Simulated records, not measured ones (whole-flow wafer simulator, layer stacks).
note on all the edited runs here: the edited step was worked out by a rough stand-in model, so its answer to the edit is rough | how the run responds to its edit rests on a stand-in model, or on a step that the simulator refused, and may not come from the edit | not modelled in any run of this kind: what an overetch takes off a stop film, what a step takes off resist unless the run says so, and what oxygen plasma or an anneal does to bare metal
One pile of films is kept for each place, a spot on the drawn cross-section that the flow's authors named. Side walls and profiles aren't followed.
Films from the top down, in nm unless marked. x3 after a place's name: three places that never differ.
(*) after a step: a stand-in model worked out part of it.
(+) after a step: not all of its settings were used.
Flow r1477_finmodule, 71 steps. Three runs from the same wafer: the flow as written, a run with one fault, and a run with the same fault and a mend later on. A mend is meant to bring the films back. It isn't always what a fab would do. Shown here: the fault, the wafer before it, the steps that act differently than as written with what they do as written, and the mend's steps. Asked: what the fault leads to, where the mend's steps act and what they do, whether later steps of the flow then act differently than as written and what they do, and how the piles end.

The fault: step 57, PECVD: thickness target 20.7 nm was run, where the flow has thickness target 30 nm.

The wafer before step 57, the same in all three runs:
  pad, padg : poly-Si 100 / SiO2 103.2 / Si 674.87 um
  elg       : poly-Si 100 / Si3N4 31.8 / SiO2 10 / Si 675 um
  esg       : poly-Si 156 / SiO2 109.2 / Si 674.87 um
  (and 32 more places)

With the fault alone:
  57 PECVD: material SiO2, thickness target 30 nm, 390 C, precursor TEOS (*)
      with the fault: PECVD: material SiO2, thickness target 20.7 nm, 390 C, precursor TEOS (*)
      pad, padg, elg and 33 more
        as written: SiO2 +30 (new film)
        with the fault: SiO2 +20.7 (new film)
  Later steps of the flow that act differently than as written (3 more steps differ only slightly, by at most 2% or 0.5 nm, whichever is larger, and aren't shown):
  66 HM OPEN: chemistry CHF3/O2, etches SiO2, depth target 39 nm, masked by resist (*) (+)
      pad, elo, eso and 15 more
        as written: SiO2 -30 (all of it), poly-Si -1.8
        with the fault: SiO2 -20.7 (all of it), poly-Si -2.07
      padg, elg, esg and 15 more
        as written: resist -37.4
        with the fault: resist -29.8
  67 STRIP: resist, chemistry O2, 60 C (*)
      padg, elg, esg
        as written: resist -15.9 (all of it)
        with the fault: resist -23.5 (all of it)
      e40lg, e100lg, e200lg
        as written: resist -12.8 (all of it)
        with the fault: resist -20.4 (all of it)
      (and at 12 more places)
  At the end the piles differ from the flow's by more than 2% or 0.5 nm, whichever is larger, at padg, elg, esg and 15 more.
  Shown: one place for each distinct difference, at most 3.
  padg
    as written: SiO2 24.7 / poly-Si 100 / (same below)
    with the fault: SiO2 15.4 / poly-Si 100 / (same below)
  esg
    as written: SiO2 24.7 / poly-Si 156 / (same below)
    with the fault: SiO2 15.4 / poly-Si 156 / (same below)
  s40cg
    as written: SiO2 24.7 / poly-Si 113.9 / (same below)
    with the fault: SiO2 15.4 / poly-Si 113.9 / (same below)

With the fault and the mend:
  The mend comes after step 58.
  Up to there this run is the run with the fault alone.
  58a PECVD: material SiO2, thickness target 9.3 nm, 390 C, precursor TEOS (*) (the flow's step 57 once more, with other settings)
      pad, padg, elg and 33 more
        SiO2 +9.3
  No later step of the flow acts differently than as written at any place that is followed.
  At the end the piles are the same as the flow's at every place that both follow.
